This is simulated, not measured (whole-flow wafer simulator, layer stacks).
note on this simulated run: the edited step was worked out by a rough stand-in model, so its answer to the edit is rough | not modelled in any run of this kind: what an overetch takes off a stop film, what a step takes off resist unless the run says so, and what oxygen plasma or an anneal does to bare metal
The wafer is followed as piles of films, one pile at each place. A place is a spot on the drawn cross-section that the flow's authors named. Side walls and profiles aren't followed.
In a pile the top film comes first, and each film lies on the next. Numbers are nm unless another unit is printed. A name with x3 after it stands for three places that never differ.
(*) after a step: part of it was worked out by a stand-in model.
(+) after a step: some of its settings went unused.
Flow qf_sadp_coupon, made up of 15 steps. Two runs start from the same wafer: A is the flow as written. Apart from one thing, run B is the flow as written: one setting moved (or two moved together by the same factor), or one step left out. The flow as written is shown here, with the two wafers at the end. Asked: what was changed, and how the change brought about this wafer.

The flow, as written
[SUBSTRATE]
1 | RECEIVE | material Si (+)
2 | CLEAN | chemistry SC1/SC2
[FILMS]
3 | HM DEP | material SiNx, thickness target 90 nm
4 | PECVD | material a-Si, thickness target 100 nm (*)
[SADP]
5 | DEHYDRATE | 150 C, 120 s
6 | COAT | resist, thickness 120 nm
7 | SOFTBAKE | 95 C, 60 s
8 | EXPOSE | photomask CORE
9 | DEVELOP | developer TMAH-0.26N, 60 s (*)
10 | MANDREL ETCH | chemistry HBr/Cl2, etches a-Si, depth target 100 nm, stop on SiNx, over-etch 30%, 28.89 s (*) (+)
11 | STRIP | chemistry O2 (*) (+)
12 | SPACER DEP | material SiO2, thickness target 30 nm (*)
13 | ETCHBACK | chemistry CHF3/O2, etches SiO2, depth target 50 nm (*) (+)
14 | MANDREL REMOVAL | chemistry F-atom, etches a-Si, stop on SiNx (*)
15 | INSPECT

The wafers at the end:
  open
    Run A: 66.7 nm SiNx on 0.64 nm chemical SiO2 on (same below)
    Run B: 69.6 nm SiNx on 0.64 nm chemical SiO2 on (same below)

Cause: step 4, PECVD: thickness target 120.8 nm was run, though the flow has thickness target 100 nm.

The path from the change to this, step by step:
  4 | PECVD | material a-Si, thickness target 100 nm (*)
      m, open: A +100 a-Si (new film) | B +120.8 a-Si (new film)
  10 | MANDREL ETCH | chemistry HBr/Cl2, etches a-Si, depth target 100 nm, stop on SiNx, over-etch 30%, 28.89 s (*) (+)
      open: A -100 a-Si (all of it), -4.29 SiNx | B -120.8 a-Si (all of it), -1.31 SiNx
  14 | MANDREL REMOVAL | chemistry F-atom, etches a-Si, stop on SiNx (*)
      m: A -95.8 a-Si (all of it) | B -116.6 a-Si (all of it)
